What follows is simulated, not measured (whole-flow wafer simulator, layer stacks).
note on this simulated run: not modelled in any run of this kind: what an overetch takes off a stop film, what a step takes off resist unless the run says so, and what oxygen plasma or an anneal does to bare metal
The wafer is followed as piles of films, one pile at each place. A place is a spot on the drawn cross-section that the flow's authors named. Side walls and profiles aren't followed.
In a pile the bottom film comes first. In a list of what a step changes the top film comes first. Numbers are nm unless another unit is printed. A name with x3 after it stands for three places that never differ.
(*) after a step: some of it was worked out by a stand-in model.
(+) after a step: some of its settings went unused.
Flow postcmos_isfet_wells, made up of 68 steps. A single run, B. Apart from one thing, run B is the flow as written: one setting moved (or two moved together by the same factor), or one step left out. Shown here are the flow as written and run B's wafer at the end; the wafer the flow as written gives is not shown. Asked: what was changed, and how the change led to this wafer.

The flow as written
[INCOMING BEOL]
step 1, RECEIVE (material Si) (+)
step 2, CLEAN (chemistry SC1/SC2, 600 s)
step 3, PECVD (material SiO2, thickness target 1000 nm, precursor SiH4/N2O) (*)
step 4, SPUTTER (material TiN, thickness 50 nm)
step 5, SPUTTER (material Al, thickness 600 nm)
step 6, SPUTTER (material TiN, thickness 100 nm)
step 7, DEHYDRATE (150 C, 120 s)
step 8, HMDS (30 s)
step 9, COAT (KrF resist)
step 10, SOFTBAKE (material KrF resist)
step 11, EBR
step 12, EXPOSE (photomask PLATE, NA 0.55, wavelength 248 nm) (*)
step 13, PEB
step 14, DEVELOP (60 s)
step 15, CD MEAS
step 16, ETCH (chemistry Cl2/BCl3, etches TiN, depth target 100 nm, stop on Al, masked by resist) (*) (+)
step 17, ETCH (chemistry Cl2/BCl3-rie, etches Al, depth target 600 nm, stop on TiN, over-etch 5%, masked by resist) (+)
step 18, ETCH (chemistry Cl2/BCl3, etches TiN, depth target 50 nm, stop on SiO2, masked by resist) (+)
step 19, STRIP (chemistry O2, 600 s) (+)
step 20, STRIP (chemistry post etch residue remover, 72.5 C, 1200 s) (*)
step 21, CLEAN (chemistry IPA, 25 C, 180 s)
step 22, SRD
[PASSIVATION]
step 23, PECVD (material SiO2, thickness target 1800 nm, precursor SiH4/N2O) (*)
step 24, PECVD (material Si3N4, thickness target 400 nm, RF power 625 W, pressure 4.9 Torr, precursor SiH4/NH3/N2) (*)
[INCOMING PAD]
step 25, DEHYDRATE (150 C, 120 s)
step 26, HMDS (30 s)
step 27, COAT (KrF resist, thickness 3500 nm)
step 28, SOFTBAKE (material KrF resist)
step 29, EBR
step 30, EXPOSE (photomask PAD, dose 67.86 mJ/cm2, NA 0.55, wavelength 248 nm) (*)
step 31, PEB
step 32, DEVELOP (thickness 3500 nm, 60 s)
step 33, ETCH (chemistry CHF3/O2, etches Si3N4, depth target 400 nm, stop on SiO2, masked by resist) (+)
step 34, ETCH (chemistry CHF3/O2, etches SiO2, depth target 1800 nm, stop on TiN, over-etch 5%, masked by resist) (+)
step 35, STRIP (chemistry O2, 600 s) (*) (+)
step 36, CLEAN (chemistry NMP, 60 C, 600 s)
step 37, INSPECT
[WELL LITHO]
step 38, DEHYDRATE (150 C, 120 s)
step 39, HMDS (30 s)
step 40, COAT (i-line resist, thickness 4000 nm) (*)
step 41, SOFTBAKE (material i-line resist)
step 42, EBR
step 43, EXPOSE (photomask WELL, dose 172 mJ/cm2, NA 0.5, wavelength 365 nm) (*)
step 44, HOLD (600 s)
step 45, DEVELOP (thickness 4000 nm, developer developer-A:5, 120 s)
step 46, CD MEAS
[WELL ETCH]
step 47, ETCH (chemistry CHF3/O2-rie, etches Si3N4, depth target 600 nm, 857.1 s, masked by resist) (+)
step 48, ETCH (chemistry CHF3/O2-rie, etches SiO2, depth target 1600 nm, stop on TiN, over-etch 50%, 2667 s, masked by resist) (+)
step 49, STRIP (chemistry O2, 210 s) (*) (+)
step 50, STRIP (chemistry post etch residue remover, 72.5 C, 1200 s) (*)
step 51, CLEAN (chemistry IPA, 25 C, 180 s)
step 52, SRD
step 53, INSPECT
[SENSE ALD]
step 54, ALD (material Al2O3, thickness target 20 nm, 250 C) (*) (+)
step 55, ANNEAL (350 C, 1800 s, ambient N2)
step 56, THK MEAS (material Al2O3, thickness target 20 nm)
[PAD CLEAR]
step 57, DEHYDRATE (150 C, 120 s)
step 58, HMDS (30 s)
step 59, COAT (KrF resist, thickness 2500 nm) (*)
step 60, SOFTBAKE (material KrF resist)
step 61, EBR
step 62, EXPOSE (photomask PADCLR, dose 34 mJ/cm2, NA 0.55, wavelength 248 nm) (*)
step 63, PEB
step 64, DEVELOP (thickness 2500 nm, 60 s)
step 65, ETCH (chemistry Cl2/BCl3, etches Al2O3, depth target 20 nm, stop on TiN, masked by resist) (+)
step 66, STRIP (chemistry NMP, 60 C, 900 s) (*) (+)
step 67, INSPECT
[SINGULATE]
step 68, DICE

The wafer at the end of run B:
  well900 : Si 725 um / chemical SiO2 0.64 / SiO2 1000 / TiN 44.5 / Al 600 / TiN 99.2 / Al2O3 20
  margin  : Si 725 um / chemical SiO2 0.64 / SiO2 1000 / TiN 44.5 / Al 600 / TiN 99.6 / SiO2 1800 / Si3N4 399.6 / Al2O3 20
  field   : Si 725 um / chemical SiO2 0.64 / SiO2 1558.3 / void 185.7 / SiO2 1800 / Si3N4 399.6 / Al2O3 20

Cause: step 4, SPUTTER: thickness 44.5 nm was run, whereas the flow has thickness 50 nm.
The wafer itself shows it: well900 has TiN 44.5, and step 4 as written asks for 50 nm.

How this came from the change, step by step:
  step 4, SPUTTER (material TiN, thickness 50 nm)
      field, margin, well900, well1300 x3, pad_rim, pad_clr, pad_open: +44.5 TiN (new film) (it would be, as written: +50 TiN (new film))
  step 18, ETCH (chemistry Cl2/BCl3, etches TiN, depth target 50 nm, stop on SiO2, masked by resist) (+)
      field: -44.5 TiN (all of it) (it would be, as written: -50 TiN (all of it))
  step 23, PECVD (material SiO2, thickness target 1800 nm, precursor SiH4/N2O) (*)
      field: +1800 SiO2 (new film), +185.7 void (new film), +558.3 SiO2 (it would be, as written: +1800 SiO2 (new film), +189.9 void (new film), +559.7 SiO2)
